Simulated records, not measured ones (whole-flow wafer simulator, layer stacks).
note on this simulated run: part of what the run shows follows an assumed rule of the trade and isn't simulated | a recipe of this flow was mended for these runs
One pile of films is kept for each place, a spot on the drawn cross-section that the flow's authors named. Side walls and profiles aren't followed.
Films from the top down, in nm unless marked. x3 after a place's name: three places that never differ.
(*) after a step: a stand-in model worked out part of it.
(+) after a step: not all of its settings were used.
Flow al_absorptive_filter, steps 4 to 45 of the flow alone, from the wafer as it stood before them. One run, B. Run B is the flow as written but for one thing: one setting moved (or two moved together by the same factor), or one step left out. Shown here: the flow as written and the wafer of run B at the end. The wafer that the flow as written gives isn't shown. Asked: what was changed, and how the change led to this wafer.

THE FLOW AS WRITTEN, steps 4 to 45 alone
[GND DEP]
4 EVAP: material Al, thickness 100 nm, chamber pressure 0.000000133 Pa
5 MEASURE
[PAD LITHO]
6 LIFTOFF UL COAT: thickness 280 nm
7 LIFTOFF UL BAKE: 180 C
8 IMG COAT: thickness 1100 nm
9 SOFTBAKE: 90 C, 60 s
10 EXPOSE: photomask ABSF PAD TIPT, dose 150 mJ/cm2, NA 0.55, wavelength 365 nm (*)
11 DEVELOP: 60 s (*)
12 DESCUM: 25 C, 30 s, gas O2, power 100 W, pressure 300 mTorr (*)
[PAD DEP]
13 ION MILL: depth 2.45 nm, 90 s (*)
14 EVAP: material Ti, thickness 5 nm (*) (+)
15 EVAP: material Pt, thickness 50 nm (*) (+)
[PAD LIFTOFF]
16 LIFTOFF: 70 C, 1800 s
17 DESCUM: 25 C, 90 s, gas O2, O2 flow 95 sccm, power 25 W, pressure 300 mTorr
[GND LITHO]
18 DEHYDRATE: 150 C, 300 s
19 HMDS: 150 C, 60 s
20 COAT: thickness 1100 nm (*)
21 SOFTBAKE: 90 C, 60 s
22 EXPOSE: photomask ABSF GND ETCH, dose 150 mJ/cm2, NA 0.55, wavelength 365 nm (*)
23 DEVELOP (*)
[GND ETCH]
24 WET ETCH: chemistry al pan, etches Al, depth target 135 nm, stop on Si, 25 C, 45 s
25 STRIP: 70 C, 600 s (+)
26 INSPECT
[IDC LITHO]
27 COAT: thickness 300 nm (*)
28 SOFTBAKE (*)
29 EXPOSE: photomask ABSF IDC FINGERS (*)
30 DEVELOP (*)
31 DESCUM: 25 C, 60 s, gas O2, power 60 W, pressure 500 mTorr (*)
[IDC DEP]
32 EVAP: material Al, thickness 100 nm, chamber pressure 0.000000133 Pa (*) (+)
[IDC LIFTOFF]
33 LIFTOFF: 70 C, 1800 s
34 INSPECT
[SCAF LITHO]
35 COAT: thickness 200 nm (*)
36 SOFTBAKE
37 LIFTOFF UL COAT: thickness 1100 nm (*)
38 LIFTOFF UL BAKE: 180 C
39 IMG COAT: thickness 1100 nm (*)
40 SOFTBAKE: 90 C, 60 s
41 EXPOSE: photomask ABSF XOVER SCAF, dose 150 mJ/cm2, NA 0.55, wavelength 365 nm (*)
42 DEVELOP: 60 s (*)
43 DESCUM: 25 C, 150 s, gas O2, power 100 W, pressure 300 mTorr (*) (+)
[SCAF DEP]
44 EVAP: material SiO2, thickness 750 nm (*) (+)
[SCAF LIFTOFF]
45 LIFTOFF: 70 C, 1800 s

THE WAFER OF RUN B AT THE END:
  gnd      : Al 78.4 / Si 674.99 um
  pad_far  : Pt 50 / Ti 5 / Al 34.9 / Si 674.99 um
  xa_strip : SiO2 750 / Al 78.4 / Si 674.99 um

The cause: step 4, EVAP: thickness 78.4 nm was run, where the flow has thickness 100 nm.
It can be read off the wafer: gnd has Al 78.4, and step 4 as written asks for 100 nm.

How the change led to this, step by step:
  4 EVAP: material Al, thickness 100 nm, chamber pressure 0.000000133 Pa
      gnd, pad_far, pad_near and 11 more: Al +78.4 (new film) (as written it would be: Al +100 (new film))
  24 WET ETCH: chemistry al pan, etches Al, depth target 135 nm, stop on Si, 25 C, 45 s
      res, xl_gap, idc_field, idc_line, idc_space: Al -65.1 (all of it) (as written it would be: Al -86.7 (all of it))
  27 COAT: thickness 300 nm (*)
      ledge: e-beam-resist +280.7 (new film) (as written it would be: e-beam-resist +274.4 (new film))
      res: e-beam-resist +339.4 (new film) (as written it would be: e-beam-resist +349.6 (new film))
      (and at 1 more place)
  33 LIFTOFF: 70 C, 1800 s
      ledge: Al -100 (all of it), e-beam-resist -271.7 (all of it) (as written it would be: Al -100 (all of it), e-beam-resist -265.3 (all of it))
      res: Al -100 (all of it), e-beam-resist -330.4 (all of it) (as written it would be: Al -100 (all of it), e-beam-resist -340.6 (all of it))
      (and at 1 more place)
  35 COAT: thickness 200 nm (*)
      ledge: acrylic-e-beam-resist +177 (new film) (as written it would be: acrylic-e-beam-resist +169.8 (new film))
      res: acrylic-e-beam-resist +225.3 (new film) (as written it would be: acrylic-e-beam-resist +231.4 (new film))
      (and at 1 more place)
  43 DESCUM: 25 C, 150 s, gas O2, power 100 W, pressure 300 mTorr (*) (+)
      gnd, pad_far, pad_near and 7 more: i-line-resist -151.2 (as written it would be: i-line-resist -159.6)
      xl_gap: acrylic-e-beam-resist -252 (all of it) (as written it would be: acrylic-e-beam-resist -265.9 (all of it))
  45 LIFTOFF: 70 C, 1800 s
      ledge: SiO2 -750 (all of it), i-line-resist -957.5 (all of it), lift-off-underlayer -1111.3 (all of it), acrylic-e-beam-resist -177 (all of it) (as written it would be: SiO2 -750 (all of it), i-line-resist -952.1 (all of it), lift-off-underlayer -1114 (all of it), acrylic-e-beam-resist -169.8 (all of it))
      res: SiO2 -750 (all of it), i-line-resist -960.9 (all of it), lift-off-underlayer -1137.8 (all of it), acrylic-e-beam-resist -225.3 (all of it) (as written it would be: SiO2 -750 (all of it), i-line-resist -956.3 (all of it), lift-off-underlayer -1148.2 (all of it), acrylic-e-beam-resist -231.4 (all of it))
